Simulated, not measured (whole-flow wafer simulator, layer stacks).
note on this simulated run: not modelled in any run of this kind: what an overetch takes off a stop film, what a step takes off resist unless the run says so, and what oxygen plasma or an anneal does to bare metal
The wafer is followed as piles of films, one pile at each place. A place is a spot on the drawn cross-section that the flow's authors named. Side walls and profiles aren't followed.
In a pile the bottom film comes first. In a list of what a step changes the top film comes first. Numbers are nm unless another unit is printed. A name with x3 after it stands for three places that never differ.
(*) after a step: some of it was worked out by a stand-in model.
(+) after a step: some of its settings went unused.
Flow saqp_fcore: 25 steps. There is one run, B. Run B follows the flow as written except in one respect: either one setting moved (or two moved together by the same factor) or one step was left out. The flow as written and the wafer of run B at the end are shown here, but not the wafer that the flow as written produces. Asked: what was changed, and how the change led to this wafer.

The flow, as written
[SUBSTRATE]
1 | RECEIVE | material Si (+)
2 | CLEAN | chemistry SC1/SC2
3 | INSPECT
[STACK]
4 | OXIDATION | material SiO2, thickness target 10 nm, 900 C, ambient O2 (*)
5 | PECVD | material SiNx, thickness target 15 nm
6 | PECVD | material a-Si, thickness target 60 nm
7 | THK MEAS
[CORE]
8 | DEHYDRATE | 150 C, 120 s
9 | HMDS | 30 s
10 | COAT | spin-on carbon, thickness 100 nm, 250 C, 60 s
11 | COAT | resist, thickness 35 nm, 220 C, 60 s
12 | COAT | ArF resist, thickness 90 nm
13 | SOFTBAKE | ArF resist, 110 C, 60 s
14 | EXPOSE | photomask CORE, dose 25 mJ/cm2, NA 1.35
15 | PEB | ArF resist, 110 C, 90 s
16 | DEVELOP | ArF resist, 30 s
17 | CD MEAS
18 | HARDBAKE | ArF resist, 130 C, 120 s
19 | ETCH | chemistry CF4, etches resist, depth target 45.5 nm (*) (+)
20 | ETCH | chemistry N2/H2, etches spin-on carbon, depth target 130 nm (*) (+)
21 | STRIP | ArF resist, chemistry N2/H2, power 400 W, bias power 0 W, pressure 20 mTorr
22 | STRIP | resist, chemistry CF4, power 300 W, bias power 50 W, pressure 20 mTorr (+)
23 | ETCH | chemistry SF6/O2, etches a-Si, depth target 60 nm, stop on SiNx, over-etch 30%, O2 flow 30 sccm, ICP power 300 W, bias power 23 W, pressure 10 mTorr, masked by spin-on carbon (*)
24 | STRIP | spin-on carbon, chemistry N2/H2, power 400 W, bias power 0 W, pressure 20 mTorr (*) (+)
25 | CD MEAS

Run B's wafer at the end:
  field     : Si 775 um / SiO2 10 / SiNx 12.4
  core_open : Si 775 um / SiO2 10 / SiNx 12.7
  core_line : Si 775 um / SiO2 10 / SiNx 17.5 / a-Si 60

The reason: step 5, PECVD: thickness target 17.5 nm was run, whereas the flow has thickness target 15 nm.
The wafer lets one read it off: core_line has SiNx 17.5, and step 5 as written asks for 15 nm.

How this came from the change, step by step:
  5 | PECVD | material SiNx, thickness target 15 nm
      field, core_open, core_line: SiNx gains 17.5 (new film) (in the flow as written it would be: SiNx gains 15 (new film))
